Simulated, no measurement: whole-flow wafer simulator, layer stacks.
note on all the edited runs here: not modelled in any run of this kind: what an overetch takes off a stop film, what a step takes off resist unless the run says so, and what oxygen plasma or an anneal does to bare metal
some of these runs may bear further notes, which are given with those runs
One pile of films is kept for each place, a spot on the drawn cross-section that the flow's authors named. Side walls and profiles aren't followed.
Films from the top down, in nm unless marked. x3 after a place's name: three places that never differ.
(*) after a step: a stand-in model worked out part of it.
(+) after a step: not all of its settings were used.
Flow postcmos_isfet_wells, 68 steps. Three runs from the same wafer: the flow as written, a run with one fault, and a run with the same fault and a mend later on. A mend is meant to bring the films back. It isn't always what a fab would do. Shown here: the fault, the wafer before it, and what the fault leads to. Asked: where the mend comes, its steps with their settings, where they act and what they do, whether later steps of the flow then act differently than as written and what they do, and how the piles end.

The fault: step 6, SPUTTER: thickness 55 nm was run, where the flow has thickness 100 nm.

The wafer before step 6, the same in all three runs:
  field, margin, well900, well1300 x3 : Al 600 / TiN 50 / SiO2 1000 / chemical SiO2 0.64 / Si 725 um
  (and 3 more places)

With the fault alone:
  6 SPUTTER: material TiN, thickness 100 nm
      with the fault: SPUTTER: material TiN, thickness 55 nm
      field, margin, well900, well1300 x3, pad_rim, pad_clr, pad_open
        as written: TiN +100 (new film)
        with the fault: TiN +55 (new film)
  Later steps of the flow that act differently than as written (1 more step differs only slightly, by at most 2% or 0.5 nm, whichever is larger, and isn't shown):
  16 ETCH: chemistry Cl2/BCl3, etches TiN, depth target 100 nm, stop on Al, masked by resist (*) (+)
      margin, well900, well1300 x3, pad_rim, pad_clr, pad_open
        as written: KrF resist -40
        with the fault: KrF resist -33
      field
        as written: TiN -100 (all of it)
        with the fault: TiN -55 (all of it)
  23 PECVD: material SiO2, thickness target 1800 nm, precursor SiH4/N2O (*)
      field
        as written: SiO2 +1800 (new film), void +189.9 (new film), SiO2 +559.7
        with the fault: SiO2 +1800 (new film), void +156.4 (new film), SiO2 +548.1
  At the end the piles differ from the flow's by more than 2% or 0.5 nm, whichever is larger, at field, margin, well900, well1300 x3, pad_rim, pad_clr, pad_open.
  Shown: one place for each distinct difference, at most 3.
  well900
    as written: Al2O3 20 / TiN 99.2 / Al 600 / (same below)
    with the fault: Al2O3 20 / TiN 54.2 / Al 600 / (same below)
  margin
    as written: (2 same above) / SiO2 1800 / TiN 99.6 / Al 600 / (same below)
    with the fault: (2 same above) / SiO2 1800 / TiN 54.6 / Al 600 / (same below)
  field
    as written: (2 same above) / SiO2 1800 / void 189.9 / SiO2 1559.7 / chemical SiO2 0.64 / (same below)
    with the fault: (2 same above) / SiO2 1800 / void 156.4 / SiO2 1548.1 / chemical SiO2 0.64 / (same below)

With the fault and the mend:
  The mend comes after step 6.
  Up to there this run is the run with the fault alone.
  6a SPUTTER: material TiN, thickness 45 nm (the flow's step 6 once more, with other settings)
      field, margin, well900, well1300 x3, pad_rim, pad_clr, pad_open
        TiN +45
  No later step of the flow acts differently than as written at any place that is followed.
  At the end the piles are the same as the flow's at every place that both follow.
